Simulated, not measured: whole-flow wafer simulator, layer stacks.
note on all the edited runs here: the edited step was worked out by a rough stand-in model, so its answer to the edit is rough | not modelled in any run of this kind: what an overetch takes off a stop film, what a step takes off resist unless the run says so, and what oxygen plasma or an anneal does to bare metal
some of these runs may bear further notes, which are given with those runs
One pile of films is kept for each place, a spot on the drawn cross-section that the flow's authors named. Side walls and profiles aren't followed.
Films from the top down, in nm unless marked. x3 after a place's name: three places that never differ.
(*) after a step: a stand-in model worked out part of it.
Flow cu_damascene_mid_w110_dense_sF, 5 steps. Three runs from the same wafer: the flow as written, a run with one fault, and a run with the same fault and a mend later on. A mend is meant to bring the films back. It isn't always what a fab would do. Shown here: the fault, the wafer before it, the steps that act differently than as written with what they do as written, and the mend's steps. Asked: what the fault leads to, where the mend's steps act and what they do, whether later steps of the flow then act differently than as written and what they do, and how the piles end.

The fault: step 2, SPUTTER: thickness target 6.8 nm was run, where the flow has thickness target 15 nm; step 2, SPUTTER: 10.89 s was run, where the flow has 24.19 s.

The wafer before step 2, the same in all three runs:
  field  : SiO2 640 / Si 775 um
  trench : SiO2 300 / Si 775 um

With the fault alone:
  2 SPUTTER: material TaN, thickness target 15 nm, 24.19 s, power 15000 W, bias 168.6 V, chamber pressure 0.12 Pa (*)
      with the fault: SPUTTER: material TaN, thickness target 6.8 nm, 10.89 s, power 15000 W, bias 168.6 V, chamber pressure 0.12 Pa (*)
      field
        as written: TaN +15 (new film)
        with the fault: TaN +6.8 (new film)
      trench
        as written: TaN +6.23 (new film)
        with the fault: TaN +2.82 (new film)
  Later steps of the flow that act differently than as written (2 more steps differ only slightly, by at most 2% or 0.5 nm, whichever is larger, and aren't shown):
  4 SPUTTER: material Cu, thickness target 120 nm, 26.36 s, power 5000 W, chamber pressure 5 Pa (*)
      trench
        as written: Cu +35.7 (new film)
        with the fault: Cu +36.7 (new film)
  At the end the piles differ from the flow's by more than 2% or 0.5 nm, whichever is larger, at field, trench.
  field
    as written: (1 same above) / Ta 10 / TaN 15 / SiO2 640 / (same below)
    with the fault: (1 same above) / Ta 10 / TaN 6.8 / SiO2 640 / (same below)
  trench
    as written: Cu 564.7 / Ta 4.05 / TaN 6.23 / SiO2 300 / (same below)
    with the fault: Cu 559.8 / Ta 4.15 / TaN 2.82 / SiO2 300 / (same below)

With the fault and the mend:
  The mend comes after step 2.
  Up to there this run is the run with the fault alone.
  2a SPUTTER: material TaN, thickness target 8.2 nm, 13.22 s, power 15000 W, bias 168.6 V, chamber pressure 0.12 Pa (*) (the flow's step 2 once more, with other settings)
      field
        TaN +8.2
      trench
        TaN +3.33
  No later step of the flow acts differently than as written, at any place that is followed, by more than 2% or 0.5 nm, whichever is larger.
  At the end the piles differ from the flow's only slightly at the places that both follow, by at most 2% or 0.5 nm, whichever is larger.
